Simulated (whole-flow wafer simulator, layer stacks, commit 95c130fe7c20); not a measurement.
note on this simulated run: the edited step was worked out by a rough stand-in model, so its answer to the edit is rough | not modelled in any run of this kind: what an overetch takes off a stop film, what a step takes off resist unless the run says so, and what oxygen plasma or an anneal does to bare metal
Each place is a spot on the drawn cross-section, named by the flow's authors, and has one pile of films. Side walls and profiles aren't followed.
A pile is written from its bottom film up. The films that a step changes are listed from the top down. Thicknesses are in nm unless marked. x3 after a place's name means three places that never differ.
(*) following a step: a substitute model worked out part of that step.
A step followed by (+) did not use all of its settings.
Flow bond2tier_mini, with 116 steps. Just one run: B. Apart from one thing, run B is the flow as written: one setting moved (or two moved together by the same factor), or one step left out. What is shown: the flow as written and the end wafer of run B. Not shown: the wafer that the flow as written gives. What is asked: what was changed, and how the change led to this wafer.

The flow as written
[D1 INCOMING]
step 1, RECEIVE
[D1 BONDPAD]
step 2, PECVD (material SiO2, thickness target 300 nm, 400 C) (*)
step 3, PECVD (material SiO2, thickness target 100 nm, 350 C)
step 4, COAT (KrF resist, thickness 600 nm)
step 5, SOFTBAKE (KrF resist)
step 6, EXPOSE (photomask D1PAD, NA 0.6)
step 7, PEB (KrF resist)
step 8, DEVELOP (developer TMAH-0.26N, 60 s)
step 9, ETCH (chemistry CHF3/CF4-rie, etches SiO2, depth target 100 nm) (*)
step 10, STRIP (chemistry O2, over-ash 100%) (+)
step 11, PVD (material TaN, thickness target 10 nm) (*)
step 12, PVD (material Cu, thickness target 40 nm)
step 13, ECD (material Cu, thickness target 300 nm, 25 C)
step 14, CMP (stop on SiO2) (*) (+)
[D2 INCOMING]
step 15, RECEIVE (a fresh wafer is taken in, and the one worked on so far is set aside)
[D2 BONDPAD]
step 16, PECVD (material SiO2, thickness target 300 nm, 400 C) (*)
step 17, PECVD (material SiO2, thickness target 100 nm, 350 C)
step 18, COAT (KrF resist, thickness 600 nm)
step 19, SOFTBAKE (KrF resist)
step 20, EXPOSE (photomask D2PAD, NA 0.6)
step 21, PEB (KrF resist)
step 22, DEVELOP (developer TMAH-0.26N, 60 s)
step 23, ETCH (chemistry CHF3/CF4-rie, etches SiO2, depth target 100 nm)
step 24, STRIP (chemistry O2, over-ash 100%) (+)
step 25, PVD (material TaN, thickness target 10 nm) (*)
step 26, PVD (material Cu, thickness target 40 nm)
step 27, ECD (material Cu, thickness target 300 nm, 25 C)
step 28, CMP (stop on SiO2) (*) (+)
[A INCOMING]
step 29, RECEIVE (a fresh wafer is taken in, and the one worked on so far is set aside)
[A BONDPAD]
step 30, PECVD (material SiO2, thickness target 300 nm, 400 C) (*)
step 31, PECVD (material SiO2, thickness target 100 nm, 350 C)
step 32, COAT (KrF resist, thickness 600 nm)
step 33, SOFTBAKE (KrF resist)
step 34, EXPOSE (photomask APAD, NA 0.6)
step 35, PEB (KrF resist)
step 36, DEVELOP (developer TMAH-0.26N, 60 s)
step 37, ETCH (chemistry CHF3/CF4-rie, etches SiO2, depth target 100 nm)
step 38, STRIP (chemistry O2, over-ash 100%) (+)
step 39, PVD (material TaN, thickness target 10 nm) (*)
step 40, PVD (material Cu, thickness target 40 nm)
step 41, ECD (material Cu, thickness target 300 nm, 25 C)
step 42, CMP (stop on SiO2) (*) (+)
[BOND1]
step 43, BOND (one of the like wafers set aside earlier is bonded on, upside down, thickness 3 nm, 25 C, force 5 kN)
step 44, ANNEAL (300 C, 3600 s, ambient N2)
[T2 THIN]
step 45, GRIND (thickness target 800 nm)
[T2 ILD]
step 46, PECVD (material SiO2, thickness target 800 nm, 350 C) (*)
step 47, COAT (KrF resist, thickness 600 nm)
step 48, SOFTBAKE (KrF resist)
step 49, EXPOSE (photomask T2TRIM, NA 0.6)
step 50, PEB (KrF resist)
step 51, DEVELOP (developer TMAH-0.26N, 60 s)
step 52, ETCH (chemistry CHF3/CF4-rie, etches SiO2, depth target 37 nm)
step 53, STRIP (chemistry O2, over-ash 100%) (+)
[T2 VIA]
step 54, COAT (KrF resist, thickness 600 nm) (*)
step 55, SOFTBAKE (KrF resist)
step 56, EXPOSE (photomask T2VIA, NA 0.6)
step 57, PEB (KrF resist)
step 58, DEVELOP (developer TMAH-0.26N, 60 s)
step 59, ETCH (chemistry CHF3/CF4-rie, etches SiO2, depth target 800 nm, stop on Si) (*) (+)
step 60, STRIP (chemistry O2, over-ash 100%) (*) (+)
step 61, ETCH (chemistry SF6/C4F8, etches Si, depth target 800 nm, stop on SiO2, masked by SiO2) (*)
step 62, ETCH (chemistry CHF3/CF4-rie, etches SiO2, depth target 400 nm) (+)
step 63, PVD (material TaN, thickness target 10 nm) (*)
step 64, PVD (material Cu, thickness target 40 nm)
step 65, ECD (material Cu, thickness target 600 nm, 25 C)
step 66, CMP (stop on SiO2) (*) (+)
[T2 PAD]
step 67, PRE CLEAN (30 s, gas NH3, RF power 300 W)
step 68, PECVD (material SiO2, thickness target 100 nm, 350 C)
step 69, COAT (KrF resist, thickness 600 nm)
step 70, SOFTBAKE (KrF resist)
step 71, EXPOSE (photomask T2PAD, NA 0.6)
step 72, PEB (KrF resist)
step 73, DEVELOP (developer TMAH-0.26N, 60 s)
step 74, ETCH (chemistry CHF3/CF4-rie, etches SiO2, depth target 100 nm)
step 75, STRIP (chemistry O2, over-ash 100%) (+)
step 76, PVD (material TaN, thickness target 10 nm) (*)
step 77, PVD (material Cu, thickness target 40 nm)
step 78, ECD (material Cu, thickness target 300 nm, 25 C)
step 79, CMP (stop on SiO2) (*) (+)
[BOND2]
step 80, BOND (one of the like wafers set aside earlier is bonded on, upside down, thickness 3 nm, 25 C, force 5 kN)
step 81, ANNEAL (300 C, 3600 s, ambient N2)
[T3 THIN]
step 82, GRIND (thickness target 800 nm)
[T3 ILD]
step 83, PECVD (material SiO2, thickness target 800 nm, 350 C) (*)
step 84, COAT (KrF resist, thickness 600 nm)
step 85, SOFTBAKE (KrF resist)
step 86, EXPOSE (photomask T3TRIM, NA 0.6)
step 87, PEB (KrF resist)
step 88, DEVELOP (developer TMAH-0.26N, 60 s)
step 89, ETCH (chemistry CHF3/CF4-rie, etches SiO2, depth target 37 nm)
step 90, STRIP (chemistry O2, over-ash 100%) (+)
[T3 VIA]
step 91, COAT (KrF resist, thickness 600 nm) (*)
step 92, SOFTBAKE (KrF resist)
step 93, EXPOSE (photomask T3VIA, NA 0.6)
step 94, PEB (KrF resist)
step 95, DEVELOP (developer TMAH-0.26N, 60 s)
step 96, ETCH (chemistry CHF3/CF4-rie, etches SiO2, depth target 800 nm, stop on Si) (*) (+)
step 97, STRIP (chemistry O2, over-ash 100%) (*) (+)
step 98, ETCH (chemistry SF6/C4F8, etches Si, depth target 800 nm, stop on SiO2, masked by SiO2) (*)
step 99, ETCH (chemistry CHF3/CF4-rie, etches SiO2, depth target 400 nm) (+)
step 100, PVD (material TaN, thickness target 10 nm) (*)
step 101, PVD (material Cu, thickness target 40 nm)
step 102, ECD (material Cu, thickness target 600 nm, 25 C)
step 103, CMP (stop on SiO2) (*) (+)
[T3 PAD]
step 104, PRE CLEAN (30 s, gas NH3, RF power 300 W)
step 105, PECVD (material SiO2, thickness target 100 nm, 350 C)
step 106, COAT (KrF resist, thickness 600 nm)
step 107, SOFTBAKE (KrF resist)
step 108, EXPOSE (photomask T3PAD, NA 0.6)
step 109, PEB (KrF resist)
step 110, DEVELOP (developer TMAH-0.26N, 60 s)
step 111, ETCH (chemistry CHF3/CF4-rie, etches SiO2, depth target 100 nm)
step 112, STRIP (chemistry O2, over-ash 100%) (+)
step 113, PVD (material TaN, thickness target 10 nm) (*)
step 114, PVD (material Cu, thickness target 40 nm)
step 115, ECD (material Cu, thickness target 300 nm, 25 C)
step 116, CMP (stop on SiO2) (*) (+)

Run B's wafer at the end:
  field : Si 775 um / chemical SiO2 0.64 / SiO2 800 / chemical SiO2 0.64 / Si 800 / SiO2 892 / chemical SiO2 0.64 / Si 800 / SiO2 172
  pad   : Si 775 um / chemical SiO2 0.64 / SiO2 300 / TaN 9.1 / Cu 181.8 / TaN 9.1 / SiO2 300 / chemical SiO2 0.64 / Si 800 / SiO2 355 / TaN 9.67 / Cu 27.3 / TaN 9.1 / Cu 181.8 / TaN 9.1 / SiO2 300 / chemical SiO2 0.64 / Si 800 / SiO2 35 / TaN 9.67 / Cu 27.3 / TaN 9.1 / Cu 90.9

Cause: step 83, PECVD: thickness target 480 nm was run, whereas the flow has thickness target 800 nm.

The path from the change to this, step by step:
  step 83, PECVD (material SiO2, thickness target 800 nm, 350 C) (*)
      field, pad: SiO2 gains 480 (new film) (it would be, as written: SiO2 gains 800 (new film))
  step 96, ETCH (chemistry CHF3/CF4-rie, etches SiO2, depth target 800 nm, stop on Si) (*) (+)
      field, pad: KrF resist loses 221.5 (it would be, as written: KrF resist loses 266.7)
  step 97, STRIP (chemistry O2, over-ash 100%) (*) (+)
      field: KrF resist loses 349.1 (all of it) (it would be, as written: KrF resist loses 303.9 (all of it))
      pad: KrF resist loses 381.1 (all of it) (it would be, as written: KrF resist loses 336 (all of it))
